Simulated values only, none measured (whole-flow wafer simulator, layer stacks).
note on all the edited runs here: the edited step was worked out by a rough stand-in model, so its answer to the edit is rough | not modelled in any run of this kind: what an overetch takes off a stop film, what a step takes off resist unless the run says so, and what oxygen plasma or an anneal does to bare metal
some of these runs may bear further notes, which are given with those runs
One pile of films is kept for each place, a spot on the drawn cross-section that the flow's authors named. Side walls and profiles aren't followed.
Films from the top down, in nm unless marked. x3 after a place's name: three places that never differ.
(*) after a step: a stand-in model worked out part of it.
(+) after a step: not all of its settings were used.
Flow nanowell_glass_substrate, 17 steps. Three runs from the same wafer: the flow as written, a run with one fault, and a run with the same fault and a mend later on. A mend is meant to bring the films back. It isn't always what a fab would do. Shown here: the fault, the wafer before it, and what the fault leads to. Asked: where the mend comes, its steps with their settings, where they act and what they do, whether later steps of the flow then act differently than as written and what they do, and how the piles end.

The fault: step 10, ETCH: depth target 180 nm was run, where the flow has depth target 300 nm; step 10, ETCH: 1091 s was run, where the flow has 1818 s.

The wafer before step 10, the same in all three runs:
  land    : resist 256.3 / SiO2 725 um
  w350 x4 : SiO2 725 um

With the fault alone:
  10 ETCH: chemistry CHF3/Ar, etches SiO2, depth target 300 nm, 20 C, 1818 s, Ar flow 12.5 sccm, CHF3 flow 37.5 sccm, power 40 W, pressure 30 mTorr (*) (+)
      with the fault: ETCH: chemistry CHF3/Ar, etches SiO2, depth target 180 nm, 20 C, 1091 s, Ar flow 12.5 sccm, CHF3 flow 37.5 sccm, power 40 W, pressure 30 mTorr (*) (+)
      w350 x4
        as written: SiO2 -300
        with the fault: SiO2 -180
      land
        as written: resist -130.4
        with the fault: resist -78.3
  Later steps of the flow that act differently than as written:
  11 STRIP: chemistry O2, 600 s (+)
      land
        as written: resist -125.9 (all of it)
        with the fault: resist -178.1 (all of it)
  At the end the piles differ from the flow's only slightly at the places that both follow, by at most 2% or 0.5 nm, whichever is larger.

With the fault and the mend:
  The mend comes after step 10.
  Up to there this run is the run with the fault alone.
  10a ETCH: chemistry CHF3/Ar, etches SiO2, depth target 120 nm, 20 C, 727.2 s, Ar flow 12.5 sccm, CHF3 flow 37.5 sccm, power 40 W, pressure 30 mTorr (*) (+) (the flow's step 10 once more, with other settings)
      w350 x4
        SiO2 -120
      land
        resist -52.2
  No later step of the flow acts differently than as written at any place that is followed.
  At the end the piles are the same as the flow's at every place that both follow.
